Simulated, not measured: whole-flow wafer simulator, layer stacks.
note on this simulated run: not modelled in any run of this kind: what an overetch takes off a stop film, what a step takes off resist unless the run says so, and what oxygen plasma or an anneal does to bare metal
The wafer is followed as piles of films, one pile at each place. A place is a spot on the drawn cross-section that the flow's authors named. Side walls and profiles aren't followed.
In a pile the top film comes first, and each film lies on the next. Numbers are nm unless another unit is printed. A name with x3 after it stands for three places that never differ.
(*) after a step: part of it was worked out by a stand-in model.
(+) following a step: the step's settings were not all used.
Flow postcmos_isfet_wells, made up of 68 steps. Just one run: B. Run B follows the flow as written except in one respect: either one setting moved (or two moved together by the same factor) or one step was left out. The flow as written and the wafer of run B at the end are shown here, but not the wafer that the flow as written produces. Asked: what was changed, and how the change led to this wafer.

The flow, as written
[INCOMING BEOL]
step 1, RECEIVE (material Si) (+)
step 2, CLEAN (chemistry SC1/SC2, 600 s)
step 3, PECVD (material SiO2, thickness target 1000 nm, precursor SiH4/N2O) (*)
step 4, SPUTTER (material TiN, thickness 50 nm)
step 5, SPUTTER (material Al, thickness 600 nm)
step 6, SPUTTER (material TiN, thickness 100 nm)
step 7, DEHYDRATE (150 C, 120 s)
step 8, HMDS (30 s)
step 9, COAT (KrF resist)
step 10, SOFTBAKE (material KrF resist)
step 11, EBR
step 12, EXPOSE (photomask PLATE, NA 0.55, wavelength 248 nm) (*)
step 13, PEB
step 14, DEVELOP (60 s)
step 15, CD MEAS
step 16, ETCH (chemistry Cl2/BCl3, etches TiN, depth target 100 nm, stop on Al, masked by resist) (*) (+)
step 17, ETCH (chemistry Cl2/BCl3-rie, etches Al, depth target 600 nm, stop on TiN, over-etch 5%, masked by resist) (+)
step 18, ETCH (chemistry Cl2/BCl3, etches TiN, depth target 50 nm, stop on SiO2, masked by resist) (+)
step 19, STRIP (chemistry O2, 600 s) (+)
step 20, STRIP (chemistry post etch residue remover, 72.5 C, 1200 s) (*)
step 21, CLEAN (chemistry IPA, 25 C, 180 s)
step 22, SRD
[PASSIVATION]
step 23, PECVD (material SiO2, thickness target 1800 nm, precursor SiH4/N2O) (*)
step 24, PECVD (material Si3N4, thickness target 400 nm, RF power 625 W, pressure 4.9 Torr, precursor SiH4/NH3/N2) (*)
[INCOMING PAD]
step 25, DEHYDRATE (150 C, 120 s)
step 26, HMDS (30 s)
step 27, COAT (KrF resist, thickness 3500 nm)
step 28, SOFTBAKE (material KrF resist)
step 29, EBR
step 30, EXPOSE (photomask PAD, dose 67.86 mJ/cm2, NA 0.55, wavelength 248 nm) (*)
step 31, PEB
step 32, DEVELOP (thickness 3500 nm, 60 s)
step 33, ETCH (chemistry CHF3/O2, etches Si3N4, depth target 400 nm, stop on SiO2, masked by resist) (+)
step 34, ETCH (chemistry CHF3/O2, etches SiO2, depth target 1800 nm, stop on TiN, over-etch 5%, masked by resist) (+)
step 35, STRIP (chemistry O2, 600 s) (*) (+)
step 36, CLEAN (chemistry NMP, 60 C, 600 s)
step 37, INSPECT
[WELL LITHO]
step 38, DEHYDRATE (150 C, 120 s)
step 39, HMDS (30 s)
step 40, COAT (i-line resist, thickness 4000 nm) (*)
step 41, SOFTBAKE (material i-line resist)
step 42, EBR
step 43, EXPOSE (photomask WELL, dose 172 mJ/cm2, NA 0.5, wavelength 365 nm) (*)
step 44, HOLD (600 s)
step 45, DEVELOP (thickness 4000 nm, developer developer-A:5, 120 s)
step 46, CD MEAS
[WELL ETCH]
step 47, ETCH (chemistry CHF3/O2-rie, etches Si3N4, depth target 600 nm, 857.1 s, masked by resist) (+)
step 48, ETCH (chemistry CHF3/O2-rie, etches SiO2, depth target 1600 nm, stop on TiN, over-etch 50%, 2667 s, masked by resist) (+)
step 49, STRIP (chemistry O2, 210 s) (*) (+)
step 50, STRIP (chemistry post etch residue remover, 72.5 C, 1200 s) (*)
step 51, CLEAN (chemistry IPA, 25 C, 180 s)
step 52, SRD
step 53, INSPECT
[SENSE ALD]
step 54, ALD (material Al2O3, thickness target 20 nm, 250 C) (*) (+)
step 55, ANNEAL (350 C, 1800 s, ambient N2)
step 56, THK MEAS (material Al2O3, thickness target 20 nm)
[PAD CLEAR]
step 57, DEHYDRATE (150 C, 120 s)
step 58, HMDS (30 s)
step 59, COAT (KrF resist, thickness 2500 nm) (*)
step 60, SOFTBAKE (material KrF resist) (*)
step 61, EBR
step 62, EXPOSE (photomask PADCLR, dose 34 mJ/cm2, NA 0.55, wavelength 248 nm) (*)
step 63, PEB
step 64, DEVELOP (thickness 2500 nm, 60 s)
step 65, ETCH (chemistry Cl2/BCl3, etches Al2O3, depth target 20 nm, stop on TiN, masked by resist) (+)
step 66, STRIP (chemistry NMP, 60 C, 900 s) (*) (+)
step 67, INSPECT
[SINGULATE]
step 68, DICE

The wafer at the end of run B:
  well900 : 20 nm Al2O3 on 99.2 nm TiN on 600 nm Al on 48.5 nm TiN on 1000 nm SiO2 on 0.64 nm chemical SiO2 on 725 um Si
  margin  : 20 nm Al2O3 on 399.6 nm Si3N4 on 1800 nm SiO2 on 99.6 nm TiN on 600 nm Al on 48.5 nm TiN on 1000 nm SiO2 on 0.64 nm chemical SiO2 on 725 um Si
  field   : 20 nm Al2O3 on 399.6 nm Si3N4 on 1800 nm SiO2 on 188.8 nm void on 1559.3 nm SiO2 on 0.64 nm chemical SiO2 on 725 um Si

Cause: step 4, SPUTTER: thickness 48.5 nm was run, while the flow as written has thickness 50 nm; step 18, ETCH: depth target 48.5 nm was run, where the flow has depth target 50 nm.
One can read it off the wafer: well900 has TiN 48.5, and step 4 as written asks for 50 nm.

How this came from the change, step by step:
  step 4, SPUTTER (material TiN, thickness 50 nm)
      field, margin, well900 and 6 more: +48.5 TiN (new film) (as written it would have been: +50 TiN (new film))
  step 18, ETCH (chemistry Cl2/BCl3, etches TiN, depth target 50 nm, stop on SiO2, masked by resist) (+)
      margin, well900, well1300, well2000, well3000, pad_rim, pad_clr, pad_open: -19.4 KrF resist (as written it would have been: -20 KrF resist)
      field: -48.5 TiN (all of it) (as written it would have been: -50 TiN (all of it))
